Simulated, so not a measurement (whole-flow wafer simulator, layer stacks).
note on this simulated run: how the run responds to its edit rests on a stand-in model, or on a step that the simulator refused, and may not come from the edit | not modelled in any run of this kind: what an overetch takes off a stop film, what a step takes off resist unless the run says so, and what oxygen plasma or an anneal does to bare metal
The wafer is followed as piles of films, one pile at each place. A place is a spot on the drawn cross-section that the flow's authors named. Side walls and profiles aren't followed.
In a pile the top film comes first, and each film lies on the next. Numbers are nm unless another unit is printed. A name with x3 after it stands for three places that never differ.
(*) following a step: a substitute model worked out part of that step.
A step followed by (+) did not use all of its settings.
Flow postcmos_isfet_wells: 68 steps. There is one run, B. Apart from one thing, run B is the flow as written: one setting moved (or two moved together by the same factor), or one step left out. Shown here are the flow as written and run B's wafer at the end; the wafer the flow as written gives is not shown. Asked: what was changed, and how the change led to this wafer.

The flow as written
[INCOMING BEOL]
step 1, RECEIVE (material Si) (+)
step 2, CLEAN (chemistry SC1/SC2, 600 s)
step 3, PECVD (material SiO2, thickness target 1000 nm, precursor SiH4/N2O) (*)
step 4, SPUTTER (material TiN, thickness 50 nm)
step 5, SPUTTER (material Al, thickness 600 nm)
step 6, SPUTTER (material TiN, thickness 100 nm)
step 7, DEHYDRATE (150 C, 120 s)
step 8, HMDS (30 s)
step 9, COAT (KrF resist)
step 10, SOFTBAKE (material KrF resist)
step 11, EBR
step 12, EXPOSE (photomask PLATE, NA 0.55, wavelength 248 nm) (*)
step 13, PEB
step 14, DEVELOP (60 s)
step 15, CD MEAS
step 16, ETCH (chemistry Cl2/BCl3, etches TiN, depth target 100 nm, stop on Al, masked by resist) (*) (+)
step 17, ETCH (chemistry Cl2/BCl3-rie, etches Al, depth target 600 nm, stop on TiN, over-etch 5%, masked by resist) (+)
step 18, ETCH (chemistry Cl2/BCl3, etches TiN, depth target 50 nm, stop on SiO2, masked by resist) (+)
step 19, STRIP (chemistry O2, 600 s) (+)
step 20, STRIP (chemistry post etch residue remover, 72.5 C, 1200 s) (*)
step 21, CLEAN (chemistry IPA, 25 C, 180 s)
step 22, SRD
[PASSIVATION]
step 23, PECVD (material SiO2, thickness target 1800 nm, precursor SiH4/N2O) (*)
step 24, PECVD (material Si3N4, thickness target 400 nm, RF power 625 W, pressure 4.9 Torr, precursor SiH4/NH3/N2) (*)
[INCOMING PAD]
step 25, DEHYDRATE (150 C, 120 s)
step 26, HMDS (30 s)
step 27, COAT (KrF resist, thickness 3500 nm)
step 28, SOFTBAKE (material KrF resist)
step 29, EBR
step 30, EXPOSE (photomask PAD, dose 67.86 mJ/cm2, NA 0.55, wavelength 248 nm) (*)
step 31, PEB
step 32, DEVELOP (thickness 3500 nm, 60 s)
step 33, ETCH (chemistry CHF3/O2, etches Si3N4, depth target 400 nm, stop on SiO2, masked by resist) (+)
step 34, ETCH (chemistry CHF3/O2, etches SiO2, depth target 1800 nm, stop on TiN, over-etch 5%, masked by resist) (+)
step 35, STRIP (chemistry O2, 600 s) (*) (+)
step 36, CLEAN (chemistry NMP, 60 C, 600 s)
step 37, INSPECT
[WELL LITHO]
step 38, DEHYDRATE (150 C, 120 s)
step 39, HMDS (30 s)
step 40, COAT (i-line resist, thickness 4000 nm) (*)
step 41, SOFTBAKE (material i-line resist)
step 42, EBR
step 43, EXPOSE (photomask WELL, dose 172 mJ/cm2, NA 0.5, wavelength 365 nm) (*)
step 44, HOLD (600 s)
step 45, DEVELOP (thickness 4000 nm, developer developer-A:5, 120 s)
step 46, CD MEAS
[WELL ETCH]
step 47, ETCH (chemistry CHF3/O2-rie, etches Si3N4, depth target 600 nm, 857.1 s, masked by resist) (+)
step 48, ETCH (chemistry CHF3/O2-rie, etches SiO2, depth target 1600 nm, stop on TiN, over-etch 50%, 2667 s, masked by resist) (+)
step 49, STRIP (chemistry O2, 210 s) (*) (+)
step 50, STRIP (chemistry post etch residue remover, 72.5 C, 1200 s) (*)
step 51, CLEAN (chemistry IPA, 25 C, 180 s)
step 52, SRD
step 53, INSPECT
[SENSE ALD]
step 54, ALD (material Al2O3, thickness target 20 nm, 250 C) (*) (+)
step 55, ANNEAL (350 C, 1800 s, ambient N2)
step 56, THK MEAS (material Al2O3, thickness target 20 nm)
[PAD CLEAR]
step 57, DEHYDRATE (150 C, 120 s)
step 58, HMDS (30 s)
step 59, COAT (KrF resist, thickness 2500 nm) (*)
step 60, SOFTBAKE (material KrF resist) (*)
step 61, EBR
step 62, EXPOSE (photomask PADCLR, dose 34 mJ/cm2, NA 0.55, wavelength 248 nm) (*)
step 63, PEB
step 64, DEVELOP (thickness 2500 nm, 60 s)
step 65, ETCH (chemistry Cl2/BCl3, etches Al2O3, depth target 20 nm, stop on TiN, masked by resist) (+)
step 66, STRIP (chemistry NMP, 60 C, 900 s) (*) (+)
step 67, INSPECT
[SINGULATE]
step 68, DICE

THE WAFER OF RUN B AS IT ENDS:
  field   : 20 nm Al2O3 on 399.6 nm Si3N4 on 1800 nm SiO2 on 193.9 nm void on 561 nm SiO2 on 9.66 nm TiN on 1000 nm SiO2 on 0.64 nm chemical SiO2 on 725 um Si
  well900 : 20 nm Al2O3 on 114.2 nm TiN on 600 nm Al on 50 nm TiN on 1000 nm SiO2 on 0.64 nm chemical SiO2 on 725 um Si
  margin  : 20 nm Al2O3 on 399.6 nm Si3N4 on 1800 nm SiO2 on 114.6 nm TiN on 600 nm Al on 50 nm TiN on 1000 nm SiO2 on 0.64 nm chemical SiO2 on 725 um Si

Cause: step 6, SPUTTER: thickness 115 nm was run, while the flow as written has thickness 100 nm.

The path from the change to this, step by step:
  step 6, SPUTTER (material TiN, thickness 100 nm)
      field, margin, well900 and 6 more: TiN gains 115 (new film) (in the flow as written it would be: TiN gains 100 (new film))
  step 16, ETCH (chemistry Cl2/BCl3, etches TiN, depth target 100 nm, stop on Al, masked by resist) (*) (+)
      field: TiN loses 100 (in the flow as written it would be: TiN loses 100 (all of it))
  step 17, ETCH (chemistry Cl2/BCl3-rie, etches Al, depth target 600 nm, stop on TiN, over-etch 5%, masked by resist) (+)
      field: TiN loses 15 (all of it), Al loses 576 (in the flow as written it would be: Al loses 600 (all of it))
  step 18, ETCH (chemistry Cl2/BCl3, etches TiN, depth target 50 nm, stop on SiO2, masked by resist) (+)
      field: Al loses 24 (all of it), TiN loses 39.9 (in the flow as written it would be: TiN loses 50 (all of it))
  step 23, PECVD (material SiO2, thickness target 1800 nm, precursor SiH4/N2O) (*)
      field: SiO2 gains 1800 (new film), void gains 193.9 (new film), SiO2 gains 561 (new film) (in the flow as written it would be: SiO2 gains 1800 (new film), void gains 189.9 (new film), SiO2 gains 559.7)
Taking metal films that touch as one body, field has 1 body; the flow as written gives 0 bodies.
